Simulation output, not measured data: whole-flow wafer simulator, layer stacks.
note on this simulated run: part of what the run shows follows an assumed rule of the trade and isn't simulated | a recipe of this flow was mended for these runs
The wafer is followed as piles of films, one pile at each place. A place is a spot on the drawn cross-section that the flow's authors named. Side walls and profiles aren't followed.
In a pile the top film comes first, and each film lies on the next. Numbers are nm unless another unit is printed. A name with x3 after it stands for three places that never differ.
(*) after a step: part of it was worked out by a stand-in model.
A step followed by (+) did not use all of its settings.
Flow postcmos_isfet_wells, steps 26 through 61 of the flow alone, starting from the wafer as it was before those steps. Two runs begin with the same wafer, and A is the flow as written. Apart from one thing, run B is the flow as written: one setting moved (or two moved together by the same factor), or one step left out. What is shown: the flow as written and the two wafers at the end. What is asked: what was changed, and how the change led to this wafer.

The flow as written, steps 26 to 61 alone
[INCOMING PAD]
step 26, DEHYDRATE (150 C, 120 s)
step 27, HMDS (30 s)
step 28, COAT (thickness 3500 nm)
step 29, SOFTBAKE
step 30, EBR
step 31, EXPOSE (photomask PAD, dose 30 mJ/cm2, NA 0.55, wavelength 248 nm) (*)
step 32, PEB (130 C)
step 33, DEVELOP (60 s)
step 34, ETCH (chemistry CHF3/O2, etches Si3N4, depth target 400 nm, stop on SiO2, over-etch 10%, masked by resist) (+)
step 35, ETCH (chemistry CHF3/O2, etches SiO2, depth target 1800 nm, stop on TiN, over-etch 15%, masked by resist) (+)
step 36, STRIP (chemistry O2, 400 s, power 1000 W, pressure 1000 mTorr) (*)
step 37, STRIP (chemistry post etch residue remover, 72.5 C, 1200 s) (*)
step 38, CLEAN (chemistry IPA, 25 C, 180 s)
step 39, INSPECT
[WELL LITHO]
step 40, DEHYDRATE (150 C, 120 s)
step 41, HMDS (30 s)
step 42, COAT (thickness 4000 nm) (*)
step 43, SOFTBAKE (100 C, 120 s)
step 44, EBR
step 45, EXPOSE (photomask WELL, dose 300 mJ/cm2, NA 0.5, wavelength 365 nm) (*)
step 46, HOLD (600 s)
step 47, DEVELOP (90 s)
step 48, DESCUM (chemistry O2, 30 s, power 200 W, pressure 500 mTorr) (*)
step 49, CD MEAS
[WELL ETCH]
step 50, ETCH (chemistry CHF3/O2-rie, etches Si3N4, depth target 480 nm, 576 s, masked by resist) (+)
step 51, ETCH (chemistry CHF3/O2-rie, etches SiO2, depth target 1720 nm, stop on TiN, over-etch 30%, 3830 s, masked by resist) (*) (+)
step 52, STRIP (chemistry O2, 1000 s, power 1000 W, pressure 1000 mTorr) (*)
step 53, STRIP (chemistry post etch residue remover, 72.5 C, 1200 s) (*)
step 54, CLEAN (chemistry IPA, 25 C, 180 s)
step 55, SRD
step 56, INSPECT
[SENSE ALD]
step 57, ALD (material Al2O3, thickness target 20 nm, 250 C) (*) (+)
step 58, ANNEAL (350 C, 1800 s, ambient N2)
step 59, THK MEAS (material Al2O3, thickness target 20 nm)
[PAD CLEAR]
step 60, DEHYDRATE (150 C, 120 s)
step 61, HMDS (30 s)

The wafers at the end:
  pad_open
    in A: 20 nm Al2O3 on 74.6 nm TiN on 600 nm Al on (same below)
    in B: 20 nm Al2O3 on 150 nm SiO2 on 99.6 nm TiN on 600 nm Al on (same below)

Cause: step 34, ETCH: chemistry CHF3/O2, etches Si3N4, depth target 400 nm, stop on SiO2, over-etch 10%, masked by resist (+), was not run.

The path from the change to this, step by step:
  step 35, ETCH (chemistry CHF3/O2, etches SiO2, depth target 1800 nm, stop on TiN, over-etch 15%, masked by resist) (+)
      pad_open: A SiO2 loses 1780 (all of it), TiN loses 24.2 | B Si3N4 loses 400 (all of it), SiO2 loses 1650
  step 36, STRIP (chemistry O2, 400 s, power 1000 W, pressure 1000 mTorr) (*)
      field, margin x2, well900 x4, pad_clr: A thick-KrF-resist loses 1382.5 (all of it) | B thick-KrF-resist loses 1746 (all of it)
  step 43, SOFTBAKE (100 C, 120 s)
      pad_clr: A thick-g/i-line-resist loses 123 | B thick-g/i-line-resist loses 109.5
      pad_open: A thick-g/i-line-resist gains 73 | B thick-g/i-line-resist gains 68.4
  step 52, STRIP (chemistry O2, 1000 s, power 1000 W, pressure 1000 mTorr) (*)
      pad_clr: A thick-g/i-line-resist loses 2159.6 (all of it) | B thick-g/i-line-resist loses 2227.5 (all of it)
